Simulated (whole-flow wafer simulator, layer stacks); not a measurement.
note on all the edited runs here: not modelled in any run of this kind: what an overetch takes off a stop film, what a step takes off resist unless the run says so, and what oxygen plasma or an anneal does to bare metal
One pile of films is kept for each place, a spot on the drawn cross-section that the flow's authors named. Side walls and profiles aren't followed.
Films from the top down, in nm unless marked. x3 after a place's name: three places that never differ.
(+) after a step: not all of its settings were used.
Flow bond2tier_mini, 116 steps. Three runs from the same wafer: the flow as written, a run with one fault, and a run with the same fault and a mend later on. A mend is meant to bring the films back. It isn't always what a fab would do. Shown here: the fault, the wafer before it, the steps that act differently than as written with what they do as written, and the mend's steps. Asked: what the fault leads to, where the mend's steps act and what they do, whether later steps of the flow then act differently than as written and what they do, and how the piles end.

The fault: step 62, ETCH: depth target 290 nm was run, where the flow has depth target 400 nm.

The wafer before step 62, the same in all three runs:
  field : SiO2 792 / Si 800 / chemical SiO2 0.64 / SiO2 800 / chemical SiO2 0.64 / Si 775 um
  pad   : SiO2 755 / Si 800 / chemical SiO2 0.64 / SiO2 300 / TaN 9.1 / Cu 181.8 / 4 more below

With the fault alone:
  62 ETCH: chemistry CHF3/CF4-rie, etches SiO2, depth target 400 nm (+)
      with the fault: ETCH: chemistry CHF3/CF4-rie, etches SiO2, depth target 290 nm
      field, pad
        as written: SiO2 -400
        with the fault: SiO2 -290
  No later step of the flow acts differently than as written at any place that is followed.
  At the end the piles differ from the flow's by more than 2% or 0.5 nm, whichever is larger, at field, pad.
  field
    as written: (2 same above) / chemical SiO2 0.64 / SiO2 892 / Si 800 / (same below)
    with the fault: (2 same above) / chemical SiO2 0.64 / SiO2 1002 / Si 800 / (same below)
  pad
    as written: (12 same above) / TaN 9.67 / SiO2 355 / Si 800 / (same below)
    with the fault: (12 same above) / TaN 9.67 / SiO2 465 / Si 800 / (same below)

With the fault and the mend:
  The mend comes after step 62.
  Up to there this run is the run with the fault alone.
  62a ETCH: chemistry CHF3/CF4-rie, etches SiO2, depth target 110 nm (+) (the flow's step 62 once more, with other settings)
      field, pad
        SiO2 -110
  No later step of the flow acts differently than as written at any place that is followed.
  At the end the piles are the same as the flow's at every place that both follow.
